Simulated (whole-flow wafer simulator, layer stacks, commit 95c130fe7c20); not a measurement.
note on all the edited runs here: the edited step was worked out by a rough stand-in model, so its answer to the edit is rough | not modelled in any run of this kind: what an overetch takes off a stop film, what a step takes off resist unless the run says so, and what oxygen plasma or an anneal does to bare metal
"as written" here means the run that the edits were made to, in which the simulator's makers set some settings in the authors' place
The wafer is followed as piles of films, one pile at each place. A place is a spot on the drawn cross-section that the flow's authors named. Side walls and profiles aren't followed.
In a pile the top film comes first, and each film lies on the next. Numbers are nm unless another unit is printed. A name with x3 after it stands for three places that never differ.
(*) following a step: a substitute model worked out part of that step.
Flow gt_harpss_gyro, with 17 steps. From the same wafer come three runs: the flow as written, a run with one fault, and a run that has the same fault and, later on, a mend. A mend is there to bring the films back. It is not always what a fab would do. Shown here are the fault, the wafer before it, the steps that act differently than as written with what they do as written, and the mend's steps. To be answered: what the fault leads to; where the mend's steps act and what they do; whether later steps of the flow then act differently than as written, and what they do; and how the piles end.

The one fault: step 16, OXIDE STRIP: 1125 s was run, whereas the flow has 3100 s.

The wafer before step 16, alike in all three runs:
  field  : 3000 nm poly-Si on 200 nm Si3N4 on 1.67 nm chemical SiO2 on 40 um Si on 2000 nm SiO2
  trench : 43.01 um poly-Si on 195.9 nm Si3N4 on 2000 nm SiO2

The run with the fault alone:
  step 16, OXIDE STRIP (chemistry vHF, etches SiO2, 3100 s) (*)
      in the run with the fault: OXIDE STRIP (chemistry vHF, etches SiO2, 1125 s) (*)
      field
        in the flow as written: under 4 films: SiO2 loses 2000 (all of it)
        in the run with the fault: under 4 films: SiO2 loses 871
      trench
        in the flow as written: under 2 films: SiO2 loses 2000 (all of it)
        in the run with the fault: under 2 films: SiO2 loses 871
  Later steps of the flow that are run all act as written at every place that is followed.
  At field, trench, the piles at the end differ from the flow's by more than 2% or 0.5 nm, whichever is larger.
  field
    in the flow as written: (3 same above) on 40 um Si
    in the run with the fault: (3 same above) on 40 um Si on 1129 nm SiO2
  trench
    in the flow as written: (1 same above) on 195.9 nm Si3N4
    in the run with the fault: (1 same above) on 195.9 nm Si3N4 on 1129 nm SiO2

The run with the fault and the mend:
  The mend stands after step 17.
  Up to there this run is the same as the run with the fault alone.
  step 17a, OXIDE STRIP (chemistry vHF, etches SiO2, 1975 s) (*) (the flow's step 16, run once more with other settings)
      field
        under 4 films: SiO2 loses 1129 (all of it)
      trench
        under 2 films: SiO2 loses 1129 (all of it)
  Later steps of the flow that are run all act as written at every place that is followed.
  The piles end the same as the flow's at every place that both follow.
